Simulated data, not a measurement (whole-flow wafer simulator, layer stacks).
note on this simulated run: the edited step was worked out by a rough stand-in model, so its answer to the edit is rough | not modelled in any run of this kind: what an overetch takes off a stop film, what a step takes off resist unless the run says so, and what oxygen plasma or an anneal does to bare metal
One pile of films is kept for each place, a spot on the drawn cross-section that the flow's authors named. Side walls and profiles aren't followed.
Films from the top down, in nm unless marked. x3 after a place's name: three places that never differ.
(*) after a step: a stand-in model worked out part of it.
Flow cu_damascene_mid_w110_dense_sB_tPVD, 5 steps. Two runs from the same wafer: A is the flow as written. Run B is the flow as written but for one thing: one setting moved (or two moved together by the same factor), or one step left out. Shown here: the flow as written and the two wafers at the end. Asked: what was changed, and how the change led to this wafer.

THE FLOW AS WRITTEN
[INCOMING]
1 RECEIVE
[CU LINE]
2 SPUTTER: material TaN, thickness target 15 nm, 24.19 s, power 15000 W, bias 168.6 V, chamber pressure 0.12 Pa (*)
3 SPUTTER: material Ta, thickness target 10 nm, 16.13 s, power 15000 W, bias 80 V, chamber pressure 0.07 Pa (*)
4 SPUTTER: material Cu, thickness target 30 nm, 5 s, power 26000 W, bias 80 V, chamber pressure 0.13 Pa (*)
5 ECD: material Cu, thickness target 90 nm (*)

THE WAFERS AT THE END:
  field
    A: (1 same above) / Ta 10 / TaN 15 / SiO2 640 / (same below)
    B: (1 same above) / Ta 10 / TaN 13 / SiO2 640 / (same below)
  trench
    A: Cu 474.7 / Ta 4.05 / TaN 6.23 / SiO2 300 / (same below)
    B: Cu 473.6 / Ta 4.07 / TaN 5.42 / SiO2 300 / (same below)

The cause: step 2, SPUTTER: power 13050 W was run, where the flow has power 15000 W.

How the change led to this, step by step:
  2 SPUTTER: material TaN, thickness target 15 nm, 24.19 s, power 15000 W, bias 168.6 V, chamber pressure 0.12 Pa (*)
      field: A TaN +15 (new film) | B TaN +13 (new film)
      trench: A TaN +6.23 (new film) | B TaN +5.42 (new film)
